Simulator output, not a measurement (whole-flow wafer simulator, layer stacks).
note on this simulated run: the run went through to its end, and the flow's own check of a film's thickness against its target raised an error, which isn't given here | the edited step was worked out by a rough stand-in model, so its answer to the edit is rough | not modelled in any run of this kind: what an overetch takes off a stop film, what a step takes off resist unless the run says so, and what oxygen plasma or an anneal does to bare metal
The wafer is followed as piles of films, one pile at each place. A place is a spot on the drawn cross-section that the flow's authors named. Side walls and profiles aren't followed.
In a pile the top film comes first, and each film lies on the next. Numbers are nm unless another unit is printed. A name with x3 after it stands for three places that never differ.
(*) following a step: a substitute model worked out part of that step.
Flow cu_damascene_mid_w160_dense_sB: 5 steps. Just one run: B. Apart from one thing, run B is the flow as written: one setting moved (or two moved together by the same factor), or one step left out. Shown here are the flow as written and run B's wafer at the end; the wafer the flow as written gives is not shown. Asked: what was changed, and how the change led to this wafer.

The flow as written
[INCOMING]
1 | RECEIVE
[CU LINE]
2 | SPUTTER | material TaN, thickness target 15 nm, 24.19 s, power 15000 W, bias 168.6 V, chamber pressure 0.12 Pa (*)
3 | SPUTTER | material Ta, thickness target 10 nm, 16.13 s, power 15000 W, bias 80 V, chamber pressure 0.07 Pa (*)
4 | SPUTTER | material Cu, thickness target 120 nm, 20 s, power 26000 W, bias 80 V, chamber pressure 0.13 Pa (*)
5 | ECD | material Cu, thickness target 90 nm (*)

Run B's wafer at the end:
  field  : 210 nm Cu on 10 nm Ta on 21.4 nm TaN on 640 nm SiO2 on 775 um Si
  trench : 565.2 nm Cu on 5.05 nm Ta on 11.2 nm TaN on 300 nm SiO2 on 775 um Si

What caused this: step 2, SPUTTER: thickness target 21.4 nm was run, whereas the flow has thickness target 15 nm; step 2, SPUTTER: 34.47 s was run, where the flow has 24.19 s.
One can read it off the wafer: field has TaN 21.4, and step 2 as written asks for 15 nm.

Step by step, how the change led to this:
  2 | SPUTTER | material TaN, thickness target 15 nm, 24.19 s, power 15000 W, bias 168.6 V, chamber pressure 0.12 Pa (*)
      field: +21.4 TaN (new film) (as written it would have been: +15 TaN (new film))
      trench: +11.2 TaN (new film) (as written it would have been: +7.82 TaN (new film))
